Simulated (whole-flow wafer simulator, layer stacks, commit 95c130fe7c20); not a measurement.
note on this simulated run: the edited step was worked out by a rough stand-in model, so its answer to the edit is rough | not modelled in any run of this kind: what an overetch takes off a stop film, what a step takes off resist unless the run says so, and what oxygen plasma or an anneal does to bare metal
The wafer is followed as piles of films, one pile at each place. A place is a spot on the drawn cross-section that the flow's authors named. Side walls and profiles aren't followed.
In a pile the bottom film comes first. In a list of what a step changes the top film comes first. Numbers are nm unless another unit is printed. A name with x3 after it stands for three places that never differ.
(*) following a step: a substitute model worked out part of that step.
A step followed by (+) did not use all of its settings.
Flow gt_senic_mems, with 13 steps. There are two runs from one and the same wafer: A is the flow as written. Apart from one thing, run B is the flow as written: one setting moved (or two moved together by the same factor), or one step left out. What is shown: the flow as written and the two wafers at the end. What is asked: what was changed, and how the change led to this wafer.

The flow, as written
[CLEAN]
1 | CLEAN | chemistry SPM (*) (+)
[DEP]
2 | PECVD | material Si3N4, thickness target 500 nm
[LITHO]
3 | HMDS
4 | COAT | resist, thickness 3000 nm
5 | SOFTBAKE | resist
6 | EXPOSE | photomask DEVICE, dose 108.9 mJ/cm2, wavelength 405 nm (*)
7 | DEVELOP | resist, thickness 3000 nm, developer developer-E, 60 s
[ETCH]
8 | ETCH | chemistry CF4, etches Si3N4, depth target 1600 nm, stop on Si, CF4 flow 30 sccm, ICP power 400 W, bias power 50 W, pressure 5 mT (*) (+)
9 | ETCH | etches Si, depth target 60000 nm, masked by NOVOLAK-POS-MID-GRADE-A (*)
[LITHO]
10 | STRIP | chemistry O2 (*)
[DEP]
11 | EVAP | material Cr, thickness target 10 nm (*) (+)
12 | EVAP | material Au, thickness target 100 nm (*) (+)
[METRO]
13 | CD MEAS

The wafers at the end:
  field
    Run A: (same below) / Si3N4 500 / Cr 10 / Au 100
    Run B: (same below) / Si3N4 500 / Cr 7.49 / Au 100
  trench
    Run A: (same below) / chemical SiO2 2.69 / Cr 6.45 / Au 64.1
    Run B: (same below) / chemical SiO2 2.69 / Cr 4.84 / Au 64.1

What caused this: step 11, EVAP: thickness target 7.49 nm was run, whereas the flow has thickness target 10 nm.
The wafer lets one read it off: field has Cr 7.49, and step 11 as written asks for 10 nm.

How this came from the change, step by step:
  11 | EVAP | material Cr, thickness target 10 nm (*) (+)
      field: A Cr gains 10 (new film) | B Cr gains 7.49 (new film)
      trench: A Cr gains 6.45 (new film) | B Cr gains 4.84 (new film)
